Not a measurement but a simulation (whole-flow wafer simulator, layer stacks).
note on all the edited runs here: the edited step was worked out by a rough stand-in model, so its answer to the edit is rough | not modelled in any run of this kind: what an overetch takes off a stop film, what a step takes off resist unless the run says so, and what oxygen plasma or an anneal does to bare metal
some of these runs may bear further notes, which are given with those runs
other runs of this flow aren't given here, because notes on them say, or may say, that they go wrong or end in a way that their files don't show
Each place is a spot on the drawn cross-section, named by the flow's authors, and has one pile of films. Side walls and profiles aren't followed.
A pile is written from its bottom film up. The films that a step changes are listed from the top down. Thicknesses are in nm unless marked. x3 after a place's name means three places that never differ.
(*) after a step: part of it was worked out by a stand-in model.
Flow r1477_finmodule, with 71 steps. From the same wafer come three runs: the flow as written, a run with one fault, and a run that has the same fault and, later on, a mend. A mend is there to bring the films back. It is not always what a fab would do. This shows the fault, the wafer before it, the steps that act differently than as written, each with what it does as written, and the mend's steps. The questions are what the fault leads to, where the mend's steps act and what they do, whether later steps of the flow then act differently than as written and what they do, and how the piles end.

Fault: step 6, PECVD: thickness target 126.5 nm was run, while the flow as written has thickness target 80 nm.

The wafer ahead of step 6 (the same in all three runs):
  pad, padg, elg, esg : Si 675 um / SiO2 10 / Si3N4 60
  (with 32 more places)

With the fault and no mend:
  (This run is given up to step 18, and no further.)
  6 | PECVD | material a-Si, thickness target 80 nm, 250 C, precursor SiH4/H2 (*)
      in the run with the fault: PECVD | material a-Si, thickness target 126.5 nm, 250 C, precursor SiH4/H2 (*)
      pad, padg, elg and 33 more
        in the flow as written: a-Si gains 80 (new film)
        in the run with the fault: a-Si gains 126.5 (new film)
  Later steps of the flow acting differently than as written:
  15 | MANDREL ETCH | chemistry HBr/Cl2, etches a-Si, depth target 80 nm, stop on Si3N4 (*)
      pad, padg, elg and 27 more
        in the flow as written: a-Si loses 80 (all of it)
        in the run with the fault: a-Si loses 80
  Once step 18 is done, the piles at pad, padg, elg and 33 more depart from the flow's by more than 2% or 0.5 nm, whichever is larger.
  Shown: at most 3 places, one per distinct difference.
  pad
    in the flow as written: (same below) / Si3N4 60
    in the run with the fault: (same below) / Si3N4 60 / a-Si 46.5
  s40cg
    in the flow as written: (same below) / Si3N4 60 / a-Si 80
    in the run with the fault: (same below) / Si3N4 60 / a-Si 126.5

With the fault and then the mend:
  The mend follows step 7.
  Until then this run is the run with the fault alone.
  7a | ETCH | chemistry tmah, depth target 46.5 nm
      pad, padg, elg and 33 more
        a-Si loses 46.5
  None of the later steps of the flow acts differently than as written at any place that is followed.
  The piles end the same as the flow's at every place that both follow.
